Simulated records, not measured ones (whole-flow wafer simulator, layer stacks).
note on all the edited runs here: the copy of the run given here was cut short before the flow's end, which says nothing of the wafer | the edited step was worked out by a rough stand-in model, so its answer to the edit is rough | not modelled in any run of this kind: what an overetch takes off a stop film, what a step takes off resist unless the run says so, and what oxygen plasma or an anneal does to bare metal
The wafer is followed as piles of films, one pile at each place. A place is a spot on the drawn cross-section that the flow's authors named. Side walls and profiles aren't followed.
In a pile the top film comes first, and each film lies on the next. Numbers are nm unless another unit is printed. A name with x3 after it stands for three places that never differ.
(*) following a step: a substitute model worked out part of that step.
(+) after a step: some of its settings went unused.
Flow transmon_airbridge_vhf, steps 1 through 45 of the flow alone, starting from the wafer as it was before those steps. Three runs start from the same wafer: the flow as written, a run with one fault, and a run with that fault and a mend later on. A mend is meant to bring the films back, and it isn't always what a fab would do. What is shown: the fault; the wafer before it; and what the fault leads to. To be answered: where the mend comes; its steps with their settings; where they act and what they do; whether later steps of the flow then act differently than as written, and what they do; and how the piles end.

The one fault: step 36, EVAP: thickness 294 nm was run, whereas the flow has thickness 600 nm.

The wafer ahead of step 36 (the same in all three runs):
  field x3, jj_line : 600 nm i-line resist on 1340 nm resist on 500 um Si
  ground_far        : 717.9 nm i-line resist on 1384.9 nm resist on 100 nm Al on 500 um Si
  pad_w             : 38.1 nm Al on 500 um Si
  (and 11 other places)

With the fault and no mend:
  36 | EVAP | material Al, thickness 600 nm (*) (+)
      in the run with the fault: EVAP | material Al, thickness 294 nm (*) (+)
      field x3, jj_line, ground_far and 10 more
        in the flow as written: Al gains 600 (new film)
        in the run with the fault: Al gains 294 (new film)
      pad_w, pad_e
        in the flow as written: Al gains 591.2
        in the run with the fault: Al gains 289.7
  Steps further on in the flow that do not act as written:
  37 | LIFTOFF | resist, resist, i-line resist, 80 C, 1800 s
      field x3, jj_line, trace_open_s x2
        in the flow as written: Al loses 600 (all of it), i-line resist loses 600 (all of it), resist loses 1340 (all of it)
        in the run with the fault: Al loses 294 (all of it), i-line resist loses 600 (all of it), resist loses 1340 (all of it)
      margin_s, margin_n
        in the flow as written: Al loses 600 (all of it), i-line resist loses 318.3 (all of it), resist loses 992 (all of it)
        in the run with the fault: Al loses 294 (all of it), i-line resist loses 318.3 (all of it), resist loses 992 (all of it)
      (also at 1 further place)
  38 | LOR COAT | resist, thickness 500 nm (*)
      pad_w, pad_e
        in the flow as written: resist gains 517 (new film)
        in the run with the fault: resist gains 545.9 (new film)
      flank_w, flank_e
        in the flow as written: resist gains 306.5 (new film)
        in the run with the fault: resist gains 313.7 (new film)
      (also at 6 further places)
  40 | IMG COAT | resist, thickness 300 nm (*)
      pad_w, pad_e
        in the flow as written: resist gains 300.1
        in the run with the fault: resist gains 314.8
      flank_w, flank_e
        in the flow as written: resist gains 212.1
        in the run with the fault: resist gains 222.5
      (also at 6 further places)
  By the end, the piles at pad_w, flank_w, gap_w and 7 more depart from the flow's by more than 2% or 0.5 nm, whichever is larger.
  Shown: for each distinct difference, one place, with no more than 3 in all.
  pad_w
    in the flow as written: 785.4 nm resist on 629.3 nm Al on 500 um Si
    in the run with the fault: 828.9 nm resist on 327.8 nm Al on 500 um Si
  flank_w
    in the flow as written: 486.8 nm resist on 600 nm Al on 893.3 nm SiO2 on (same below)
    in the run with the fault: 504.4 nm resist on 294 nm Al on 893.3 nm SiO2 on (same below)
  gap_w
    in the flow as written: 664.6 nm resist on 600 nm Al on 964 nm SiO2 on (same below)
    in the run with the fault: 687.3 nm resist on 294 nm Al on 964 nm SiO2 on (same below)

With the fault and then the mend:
  After step 36 comes the mend.
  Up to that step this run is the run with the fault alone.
  36a | EVAP | material Al, thickness 306 nm (*) (+) (the flow's step 36, run once more with other settings)
      field x3, jj_line, ground_far and 10 more
        Al gains 306
      pad_w, pad_e
        Al gains 301.5
  None of the later steps of the flow differs from how it acts as written, at any place that is followed, by more than 2% or 0.5 nm, whichever is larger.
  The piles end only slightly different from the flow's at the places that both follow, by no more than 2% or 0.5 nm, whichever is larger.
